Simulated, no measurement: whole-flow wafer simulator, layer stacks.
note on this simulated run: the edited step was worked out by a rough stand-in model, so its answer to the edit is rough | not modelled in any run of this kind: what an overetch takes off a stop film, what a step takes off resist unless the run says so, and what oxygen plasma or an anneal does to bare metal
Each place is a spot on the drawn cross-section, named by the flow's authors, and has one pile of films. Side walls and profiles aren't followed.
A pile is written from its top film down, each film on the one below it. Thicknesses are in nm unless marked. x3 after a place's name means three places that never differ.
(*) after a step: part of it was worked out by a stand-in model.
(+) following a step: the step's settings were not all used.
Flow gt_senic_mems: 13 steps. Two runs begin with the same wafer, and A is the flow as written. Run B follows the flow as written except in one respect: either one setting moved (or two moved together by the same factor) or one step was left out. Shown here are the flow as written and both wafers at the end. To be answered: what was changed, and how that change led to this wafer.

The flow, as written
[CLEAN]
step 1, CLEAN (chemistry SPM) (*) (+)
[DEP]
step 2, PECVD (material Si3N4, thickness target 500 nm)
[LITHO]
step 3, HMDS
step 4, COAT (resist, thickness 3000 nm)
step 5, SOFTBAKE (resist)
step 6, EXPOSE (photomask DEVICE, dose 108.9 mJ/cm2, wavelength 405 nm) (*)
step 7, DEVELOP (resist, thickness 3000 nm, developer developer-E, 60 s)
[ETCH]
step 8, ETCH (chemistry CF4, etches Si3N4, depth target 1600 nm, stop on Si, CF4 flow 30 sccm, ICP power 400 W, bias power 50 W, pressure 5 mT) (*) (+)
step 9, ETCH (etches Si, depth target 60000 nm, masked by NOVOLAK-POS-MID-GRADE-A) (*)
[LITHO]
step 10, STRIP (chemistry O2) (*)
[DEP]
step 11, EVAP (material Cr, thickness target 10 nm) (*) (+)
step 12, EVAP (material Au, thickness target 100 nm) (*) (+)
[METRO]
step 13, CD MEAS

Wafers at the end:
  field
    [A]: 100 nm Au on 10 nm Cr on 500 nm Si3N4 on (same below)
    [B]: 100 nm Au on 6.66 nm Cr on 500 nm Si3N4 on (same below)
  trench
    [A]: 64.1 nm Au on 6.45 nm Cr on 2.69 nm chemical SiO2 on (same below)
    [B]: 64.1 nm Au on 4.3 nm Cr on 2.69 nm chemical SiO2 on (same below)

Cause: step 11, EVAP: thickness target 6.66 nm was run, while the flow as written has thickness target 10 nm.
The wafer itself shows it: field has Cr 6.66, and step 11 as written asks for 10 nm.

The path from the change to this, step by step:
  step 11, EVAP (material Cr, thickness target 10 nm) (*) (+)
      field: A +10 Cr (new film) | B +6.66 Cr (new film)
      trench: A +6.45 Cr (new film) | B +4.3 Cr (new film)
